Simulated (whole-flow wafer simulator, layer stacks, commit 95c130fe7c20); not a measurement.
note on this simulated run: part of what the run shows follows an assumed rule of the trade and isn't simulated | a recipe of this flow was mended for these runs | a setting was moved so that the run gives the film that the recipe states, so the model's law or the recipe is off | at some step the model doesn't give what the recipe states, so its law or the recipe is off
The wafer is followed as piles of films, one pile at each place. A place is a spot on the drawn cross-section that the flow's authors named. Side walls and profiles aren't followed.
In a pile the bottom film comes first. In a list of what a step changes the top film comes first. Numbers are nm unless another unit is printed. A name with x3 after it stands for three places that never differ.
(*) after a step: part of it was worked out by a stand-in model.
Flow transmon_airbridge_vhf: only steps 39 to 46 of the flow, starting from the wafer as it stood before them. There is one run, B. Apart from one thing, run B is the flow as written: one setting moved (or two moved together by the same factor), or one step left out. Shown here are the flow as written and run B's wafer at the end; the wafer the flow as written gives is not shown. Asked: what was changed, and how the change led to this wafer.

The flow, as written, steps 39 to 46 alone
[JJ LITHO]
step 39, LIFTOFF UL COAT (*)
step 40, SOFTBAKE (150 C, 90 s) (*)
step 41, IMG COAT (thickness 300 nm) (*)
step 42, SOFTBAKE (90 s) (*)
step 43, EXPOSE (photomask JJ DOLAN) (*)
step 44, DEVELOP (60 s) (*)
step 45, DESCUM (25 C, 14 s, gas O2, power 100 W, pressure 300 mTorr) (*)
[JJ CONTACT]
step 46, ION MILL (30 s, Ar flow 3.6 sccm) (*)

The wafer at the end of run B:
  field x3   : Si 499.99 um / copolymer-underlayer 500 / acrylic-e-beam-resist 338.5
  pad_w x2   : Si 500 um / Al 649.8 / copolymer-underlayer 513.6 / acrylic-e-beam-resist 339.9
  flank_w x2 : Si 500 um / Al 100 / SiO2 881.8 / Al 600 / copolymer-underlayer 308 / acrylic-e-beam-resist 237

The reason: step 41, IMG COAT: thickness 370 nm was run, while the flow as written has thickness 300 nm.

The path from the change to this, step by step:
  step 41, IMG COAT (thickness 300 nm) (*)
      field x3, jj_line, ground_far x3: +370 acrylic-e-beam-resist (new film) (as written it would have been: +300 acrylic-e-beam-resist (new film))
      pad_w x2: +371.4 acrylic-e-beam-resist (new film) (as written it would have been: +300.2 acrylic-e-beam-resist (new film))
      (and at 8 other places as well)
  step 44, DEVELOP (60 s) (*)
      jj_line: -370 acrylic-e-beam-resist (all of it), -500 copolymer-underlayer (all of it) (as written it would have been: -300 acrylic-e-beam-resist (all of it), -500 copolymer-underlayer (all of it))
